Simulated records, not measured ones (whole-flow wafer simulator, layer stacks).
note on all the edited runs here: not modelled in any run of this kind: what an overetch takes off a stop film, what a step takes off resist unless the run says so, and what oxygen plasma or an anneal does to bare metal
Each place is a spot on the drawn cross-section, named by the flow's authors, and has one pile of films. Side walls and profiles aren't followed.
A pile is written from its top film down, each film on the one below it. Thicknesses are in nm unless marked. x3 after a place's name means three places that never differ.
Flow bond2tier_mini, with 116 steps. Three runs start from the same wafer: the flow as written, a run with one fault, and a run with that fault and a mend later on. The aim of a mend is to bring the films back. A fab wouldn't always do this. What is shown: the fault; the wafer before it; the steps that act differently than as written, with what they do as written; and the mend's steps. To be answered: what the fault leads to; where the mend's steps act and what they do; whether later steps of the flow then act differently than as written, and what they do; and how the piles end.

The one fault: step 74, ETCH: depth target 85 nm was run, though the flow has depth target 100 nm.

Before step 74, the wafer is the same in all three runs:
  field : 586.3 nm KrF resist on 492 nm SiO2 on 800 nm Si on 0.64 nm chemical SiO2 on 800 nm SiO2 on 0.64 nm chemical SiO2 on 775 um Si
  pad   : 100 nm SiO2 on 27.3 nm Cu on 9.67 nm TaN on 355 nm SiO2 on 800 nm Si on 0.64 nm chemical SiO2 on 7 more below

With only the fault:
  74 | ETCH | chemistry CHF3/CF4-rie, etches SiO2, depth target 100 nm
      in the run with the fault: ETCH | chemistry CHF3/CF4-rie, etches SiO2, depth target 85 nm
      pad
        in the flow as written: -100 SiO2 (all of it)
        in the run with the fault: -85 SiO2
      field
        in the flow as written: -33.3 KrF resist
        in the run with the fault: -28.3 KrF resist
  Later steps of the flow acting differently than as written (not shown: 3 more steps that differ only slightly, by at most 2% or 0.5 nm, whichever is larger):
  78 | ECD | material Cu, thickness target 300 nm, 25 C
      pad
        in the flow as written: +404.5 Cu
        in the run with the fault: +388.8 Cu
  At pad, the piles at the end differ from the flow's by more than 2% or 0.5 nm, whichever is larger.
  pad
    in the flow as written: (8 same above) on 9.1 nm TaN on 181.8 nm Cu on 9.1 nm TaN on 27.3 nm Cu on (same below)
    in the run with the fault: (8 same above) on 9.1 nm TaN on 166.7 nm Cu on 9.24 nm TaN on 15 nm SiO2 on 27.3 nm Cu on (same below)

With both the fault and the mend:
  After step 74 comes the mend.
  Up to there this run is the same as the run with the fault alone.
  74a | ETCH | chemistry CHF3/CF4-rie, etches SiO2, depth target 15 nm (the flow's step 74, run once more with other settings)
      field
        -5 KrF resist
      pad
        -15 SiO2 (all of it)
  Every later step of the flow that is run acts as written at every place that is followed.
  At every place that both follow, the piles at the end match the flow's.
